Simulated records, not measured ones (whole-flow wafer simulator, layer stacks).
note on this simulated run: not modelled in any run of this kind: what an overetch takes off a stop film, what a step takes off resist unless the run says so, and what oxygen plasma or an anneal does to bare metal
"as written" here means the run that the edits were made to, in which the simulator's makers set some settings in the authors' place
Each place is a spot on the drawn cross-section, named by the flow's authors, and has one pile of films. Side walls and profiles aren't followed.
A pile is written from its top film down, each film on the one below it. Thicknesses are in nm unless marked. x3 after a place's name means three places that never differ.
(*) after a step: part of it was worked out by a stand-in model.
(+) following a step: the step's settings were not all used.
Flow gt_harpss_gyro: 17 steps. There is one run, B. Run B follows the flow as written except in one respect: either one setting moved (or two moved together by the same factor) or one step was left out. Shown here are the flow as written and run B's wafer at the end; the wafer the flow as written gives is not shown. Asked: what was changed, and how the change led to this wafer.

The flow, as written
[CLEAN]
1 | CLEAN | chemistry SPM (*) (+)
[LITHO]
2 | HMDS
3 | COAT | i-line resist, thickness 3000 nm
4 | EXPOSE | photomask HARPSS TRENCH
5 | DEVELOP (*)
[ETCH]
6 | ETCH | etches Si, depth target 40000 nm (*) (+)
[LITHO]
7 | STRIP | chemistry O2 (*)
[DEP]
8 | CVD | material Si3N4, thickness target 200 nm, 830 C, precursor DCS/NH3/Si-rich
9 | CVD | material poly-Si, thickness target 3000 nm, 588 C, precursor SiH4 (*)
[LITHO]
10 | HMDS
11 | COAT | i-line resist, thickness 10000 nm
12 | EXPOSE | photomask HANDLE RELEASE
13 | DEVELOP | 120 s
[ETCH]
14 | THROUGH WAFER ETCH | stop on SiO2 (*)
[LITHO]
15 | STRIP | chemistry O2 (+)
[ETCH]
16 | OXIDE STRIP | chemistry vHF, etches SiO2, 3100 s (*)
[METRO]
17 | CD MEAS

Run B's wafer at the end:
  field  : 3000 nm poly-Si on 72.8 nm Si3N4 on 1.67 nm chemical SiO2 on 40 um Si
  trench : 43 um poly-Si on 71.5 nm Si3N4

Cause: step 8, CVD: thickness target 72.8 nm was run, whereas the flow has thickness target 200 nm.
One can read it off the wafer: field has Si3N4 72.8, and step 8 as written asks for 200 nm.

The path from the change to this, step by step:
  8 | CVD | material Si3N4, thickness target 200 nm, 830 C, precursor DCS/NH3/Si-rich
      field: Si3N4 gains 72.8 (new film) (in the flow as written it would be: Si3N4 gains 200 (new film))
      trench: Si3N4 gains 71.5 (new film) (in the flow as written it would be: Si3N4 gains 195.9 (new film))
  9 | CVD | material poly-Si, thickness target 3000 nm, 588 C, precursor SiH4 (*)
      trench: poly-Si gains 43 um (new film) (in the flow as written it would be: poly-Si gains 43.01 um (new film))
